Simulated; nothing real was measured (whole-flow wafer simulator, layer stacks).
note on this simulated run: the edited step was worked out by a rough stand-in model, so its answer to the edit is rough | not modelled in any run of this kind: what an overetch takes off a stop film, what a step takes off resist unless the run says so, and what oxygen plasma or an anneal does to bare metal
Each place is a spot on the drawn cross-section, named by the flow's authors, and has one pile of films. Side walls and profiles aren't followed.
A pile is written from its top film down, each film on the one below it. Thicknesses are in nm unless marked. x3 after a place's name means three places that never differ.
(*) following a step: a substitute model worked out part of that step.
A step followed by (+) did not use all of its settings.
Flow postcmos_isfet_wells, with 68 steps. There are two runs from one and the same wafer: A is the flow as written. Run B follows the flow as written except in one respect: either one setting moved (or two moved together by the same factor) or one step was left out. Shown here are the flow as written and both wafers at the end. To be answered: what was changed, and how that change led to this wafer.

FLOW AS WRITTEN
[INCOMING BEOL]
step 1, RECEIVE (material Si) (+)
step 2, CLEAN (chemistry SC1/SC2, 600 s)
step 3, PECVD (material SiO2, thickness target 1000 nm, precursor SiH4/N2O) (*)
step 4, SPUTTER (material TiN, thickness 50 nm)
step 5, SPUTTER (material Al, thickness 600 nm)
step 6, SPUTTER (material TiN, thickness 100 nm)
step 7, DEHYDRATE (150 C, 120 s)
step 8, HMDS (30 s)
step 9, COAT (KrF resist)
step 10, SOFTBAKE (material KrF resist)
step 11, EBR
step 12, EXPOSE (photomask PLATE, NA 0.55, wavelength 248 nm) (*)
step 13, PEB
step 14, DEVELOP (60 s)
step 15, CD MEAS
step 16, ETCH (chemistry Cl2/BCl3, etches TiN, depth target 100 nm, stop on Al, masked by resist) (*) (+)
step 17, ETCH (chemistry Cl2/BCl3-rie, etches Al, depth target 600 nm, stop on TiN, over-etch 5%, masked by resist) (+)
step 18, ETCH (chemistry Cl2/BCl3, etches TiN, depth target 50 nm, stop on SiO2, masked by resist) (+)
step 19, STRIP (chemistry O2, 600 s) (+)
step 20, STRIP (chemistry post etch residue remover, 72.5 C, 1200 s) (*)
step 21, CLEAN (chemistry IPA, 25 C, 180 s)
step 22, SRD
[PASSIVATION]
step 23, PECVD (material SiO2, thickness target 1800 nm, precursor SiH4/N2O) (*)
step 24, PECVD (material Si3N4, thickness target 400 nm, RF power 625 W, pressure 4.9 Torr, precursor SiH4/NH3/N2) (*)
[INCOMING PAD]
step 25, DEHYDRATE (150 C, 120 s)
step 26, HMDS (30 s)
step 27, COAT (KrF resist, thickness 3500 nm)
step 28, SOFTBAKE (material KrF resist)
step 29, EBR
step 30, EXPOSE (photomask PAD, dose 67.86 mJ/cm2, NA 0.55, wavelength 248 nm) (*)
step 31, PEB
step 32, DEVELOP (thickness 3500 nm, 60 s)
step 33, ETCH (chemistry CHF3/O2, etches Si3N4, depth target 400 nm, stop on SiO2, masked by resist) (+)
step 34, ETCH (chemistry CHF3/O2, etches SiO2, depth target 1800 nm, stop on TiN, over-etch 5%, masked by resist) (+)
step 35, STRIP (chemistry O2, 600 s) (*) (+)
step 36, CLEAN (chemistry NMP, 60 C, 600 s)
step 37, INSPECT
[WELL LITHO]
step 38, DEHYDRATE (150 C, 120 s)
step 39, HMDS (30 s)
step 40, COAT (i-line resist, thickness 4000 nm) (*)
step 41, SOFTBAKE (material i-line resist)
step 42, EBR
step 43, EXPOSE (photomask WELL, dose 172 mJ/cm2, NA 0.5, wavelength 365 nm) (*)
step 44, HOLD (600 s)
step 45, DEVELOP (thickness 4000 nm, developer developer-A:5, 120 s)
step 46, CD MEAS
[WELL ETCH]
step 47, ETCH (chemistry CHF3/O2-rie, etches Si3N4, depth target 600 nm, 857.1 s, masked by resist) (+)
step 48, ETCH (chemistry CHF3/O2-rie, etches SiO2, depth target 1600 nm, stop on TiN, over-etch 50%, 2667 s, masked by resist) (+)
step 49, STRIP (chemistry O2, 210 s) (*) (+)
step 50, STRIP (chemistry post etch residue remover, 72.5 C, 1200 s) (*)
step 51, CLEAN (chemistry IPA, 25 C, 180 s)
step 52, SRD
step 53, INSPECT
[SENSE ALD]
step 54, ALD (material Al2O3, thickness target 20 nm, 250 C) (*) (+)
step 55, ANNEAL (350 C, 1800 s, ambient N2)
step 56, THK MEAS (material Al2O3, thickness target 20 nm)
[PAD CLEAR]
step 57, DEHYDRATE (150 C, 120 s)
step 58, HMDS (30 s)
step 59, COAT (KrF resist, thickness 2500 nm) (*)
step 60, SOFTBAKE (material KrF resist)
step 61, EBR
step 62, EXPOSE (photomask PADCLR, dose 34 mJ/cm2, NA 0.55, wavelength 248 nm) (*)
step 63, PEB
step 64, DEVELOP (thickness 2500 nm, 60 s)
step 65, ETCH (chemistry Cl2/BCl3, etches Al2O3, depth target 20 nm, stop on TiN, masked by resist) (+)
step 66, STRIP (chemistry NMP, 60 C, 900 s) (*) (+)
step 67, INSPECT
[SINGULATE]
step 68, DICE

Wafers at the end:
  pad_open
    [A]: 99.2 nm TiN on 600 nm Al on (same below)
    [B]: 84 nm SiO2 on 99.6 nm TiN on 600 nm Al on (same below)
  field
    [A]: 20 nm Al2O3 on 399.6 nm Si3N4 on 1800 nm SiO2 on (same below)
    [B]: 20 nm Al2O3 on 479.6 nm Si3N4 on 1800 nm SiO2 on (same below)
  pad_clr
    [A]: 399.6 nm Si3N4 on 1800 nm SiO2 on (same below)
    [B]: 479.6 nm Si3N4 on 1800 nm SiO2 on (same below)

The reason: step 24, PECVD: thickness target 480 nm was run, though the flow has thickness target 400 nm.

How this came from the change, step by step:
  step 24, PECVD (material Si3N4, thickness target 400 nm, RF power 625 W, pressure 4.9 Torr, precursor SiH4/NH3/N2) (*)
      field, margin, well900, well1300 x3, pad_rim, pad_clr, pad_open: A +400 Si3N4 (new film) | B +480 Si3N4 (new film)
  step 33, ETCH (chemistry CHF3/O2, etches Si3N4, depth target 400 nm, stop on SiO2, masked by resist) (+)
      pad_open: A -400 Si3N4 (all of it) | B -400 Si3N4
  step 34, ETCH (chemistry CHF3/O2, etches SiO2, depth target 1800 nm, stop on TiN, over-etch 5%, masked by resist) (+)
      pad_open: A -1800 SiO2 (all of it) | B -80 Si3N4 (all of it), -1716 SiO2
  step 47, ETCH (chemistry CHF3/O2-rie, etches Si3N4, depth target 600 nm, 857.1 s, masked by resist) (+)
      well900, well1300 x3: A -400 Si3N4 (all of it), -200 SiO2 | B -480 Si3N4 (all of it), -120 SiO2
  step 48, ETCH (chemistry CHF3/O2-rie, etches SiO2, depth target 1600 nm, stop on TiN, over-etch 50%, 2667 s, masked by resist) (+)
      well900, well1300 x3: A -1600 SiO2 (all of it) | B -1680 SiO2 (all of it)
  step 59, COAT (KrF resist, thickness 2500 nm) (*)
      field: A +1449 KrF resist (new film) | B +1410.8 KrF resist (new film)
      margin: A +1448.9 KrF resist (new film) | B +1410.7 KrF resist (new film)
  step 66, STRIP (chemistry NMP, 60 C, 900 s) (*) (+)
      field: A -1400.1 KrF resist (all of it) | B -1362.2 KrF resist (all of it)
      margin: A -1400.1 KrF resist (all of it) | B -1362.1 KrF resist (all of it)
